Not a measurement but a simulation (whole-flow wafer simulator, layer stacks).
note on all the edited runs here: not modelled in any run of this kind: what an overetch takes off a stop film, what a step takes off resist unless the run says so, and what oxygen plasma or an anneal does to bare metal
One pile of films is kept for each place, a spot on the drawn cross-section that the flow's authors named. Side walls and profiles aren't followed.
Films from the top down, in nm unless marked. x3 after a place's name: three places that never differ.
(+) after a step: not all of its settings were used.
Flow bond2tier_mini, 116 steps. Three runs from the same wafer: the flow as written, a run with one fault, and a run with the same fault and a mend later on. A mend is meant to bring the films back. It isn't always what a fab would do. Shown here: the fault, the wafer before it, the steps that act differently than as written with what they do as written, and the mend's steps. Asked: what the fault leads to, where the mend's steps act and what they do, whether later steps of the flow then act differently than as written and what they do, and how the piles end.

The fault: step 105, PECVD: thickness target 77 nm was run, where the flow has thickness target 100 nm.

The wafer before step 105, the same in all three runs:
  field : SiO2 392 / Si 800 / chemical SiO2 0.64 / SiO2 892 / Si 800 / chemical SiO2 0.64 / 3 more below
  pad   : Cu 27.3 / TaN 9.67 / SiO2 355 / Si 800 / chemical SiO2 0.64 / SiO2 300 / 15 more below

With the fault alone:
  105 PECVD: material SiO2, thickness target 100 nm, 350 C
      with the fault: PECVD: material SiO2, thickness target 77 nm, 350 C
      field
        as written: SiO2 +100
        with the fault: SiO2 +77
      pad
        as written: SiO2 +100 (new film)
        with the fault: SiO2 +77 (new film)
  Later steps of the flow that act differently than as written (1 more step differs only slightly, by at most 2% or 0.5 nm, whichever is larger, and isn't shown):
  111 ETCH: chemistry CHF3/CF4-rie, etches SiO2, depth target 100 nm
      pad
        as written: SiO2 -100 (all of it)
        with the fault: SiO2 -77 (all of it), Cu -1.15
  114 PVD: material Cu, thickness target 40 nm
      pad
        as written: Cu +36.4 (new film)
        with the fault: Cu +37.2 (new film)
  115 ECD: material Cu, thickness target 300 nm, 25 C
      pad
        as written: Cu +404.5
        with the fault: Cu +381.6
  At the end the piles differ from the flow's by more than 2% or 0.5 nm, whichever is larger, at field, pad.
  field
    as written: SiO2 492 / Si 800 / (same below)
    with the fault: SiO2 469 / Si 800 / (same below)
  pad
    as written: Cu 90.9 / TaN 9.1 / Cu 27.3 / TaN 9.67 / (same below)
    with the fault: Cu 68.8 / TaN 9.34 / Cu 26.2 / TaN 9.67 / (same below)

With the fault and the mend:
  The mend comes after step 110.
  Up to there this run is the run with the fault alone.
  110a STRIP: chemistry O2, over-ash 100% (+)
      field
        KrF resist -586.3 (all of it)
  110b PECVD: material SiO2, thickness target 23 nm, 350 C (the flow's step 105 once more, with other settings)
      field, pad
        SiO2 +23
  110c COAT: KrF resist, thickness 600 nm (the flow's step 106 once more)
      field, pad
        KrF resist +600 (new film)
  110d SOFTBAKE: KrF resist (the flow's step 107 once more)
      changes no film at any place that is followed
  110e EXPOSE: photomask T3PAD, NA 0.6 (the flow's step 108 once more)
      changes no film at any place that is followed
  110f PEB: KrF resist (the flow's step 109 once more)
      changes no film at any place that is followed
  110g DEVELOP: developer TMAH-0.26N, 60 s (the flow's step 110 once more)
      field
        KrF resist -13.7
      pad
        KrF resist -600 (all of it)
  No later step of the flow acts differently than as written at any place that is followed.
  At the end the piles are the same as the flow's at every place that both follow.
